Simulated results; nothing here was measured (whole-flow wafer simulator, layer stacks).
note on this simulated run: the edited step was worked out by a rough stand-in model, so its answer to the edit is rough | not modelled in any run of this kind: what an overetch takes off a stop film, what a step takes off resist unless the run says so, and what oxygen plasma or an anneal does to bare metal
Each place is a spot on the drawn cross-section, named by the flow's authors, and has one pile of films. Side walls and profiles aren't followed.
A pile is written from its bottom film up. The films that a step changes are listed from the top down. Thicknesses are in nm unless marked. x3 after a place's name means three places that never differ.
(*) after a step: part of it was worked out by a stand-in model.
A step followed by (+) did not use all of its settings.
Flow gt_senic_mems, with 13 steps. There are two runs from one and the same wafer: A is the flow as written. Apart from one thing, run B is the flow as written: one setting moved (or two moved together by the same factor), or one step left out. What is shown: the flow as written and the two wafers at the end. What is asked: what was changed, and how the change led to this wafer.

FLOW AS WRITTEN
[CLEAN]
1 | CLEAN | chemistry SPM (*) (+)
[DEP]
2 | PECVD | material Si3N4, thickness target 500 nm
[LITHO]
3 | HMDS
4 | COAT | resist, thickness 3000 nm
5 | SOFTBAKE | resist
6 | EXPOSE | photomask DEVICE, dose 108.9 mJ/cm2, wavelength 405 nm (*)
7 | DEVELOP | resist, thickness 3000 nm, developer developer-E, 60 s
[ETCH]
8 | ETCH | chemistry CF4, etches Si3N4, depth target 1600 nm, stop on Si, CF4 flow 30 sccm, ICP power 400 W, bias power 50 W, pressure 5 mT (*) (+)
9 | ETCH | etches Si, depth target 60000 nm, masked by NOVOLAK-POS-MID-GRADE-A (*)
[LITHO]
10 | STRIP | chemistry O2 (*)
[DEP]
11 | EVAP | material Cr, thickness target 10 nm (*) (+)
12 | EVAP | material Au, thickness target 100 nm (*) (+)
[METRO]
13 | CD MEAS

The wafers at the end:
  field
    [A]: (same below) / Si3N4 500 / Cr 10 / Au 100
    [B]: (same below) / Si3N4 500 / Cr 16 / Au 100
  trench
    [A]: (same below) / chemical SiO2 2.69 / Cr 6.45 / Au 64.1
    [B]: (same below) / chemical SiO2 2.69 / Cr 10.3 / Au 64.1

The reason: step 11, EVAP: thickness target 16 nm was run, whereas the flow has thickness target 10 nm.
The wafer lets one read it off: field has Cr 16, and step 11 as written asks for 10 nm.

The path from the change to this, step by step:
  11 | EVAP | material Cr, thickness target 10 nm (*) (+)
      field: A +10 Cr (new film) | B +16 Cr (new film)
      trench: A +6.45 Cr (new film) | B +10.3 Cr (new film)
